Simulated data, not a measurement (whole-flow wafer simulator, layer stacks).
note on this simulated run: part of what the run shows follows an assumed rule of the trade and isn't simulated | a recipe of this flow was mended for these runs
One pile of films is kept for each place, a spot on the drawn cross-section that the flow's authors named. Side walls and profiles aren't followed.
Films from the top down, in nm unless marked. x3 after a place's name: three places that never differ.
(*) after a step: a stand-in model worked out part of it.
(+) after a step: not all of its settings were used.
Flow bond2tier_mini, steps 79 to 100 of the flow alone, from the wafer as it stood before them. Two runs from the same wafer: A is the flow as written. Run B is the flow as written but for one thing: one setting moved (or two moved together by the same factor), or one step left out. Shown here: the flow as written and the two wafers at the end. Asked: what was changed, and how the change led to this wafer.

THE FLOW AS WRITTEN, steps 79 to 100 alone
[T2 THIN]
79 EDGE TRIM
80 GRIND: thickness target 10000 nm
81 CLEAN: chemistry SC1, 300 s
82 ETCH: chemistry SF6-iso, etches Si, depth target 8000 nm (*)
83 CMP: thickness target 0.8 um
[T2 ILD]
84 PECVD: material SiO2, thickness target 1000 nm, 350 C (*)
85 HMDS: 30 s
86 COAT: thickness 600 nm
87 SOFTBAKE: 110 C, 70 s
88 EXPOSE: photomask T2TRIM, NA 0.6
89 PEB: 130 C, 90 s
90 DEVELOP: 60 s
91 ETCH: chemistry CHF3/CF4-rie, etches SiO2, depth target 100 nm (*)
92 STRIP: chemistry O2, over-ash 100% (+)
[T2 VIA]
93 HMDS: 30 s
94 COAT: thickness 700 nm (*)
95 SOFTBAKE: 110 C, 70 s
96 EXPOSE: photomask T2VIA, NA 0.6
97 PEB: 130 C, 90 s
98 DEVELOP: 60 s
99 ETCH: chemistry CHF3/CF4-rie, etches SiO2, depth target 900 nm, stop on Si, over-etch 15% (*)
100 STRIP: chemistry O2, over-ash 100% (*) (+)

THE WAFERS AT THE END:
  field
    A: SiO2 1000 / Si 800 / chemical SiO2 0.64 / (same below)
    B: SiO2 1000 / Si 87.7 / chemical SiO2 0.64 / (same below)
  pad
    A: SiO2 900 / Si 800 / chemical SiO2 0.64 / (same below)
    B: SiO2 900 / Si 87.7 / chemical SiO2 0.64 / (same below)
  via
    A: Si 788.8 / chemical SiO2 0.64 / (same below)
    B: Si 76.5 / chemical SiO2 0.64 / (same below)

The cause: step 80, GRIND: thickness target 8088 nm was run, where the flow has thickness target 10000 nm.

How the change led to this, step by step:
  80 GRIND: thickness target 10000 nm
      field, pad, via: A Si -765 um | B Si -766.91 um
  83 CMP: thickness target 0.8 um
      field, pad, via: A Si -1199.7 | B nothing
